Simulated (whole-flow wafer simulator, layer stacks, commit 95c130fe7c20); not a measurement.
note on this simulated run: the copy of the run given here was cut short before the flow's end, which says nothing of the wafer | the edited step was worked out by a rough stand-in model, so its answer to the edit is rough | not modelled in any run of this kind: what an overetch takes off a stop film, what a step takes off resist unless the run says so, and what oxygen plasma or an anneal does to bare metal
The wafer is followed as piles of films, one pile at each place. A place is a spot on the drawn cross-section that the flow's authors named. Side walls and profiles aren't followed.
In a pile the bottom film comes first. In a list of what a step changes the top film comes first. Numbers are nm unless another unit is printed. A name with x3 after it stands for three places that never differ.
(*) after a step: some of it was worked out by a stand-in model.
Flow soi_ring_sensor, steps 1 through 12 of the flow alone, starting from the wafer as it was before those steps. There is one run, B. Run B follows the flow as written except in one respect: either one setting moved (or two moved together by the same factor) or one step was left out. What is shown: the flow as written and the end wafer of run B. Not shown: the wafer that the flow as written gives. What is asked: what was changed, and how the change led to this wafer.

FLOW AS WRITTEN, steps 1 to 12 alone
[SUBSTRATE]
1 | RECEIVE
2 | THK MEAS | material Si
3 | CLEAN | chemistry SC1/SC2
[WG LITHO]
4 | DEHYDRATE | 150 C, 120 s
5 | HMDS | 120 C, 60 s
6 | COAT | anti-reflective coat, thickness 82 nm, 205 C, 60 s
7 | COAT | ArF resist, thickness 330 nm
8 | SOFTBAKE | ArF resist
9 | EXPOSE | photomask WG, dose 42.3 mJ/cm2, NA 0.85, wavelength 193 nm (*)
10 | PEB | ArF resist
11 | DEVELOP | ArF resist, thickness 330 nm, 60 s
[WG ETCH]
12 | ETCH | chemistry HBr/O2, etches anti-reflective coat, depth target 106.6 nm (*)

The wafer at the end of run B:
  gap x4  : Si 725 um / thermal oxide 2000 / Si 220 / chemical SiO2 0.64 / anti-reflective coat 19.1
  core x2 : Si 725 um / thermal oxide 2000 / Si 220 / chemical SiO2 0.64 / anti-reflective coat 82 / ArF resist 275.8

What caused this: step 12, ETCH: depth target 62.9 nm was run, whereas the flow has depth target 106.6 nm.

Step by step, how the change led to this:
  12 | ETCH | chemistry HBr/O2, etches anti-reflective coat, depth target 106.6 nm (*)
      gap x4: -62.9 anti-reflective coat (it would be, as written: -82 anti-reflective coat (all of it), -0.64 chemical SiO2 (all of it))
      core x2: -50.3 ArF resist (it would be, as written: -85.3 ArF resist)
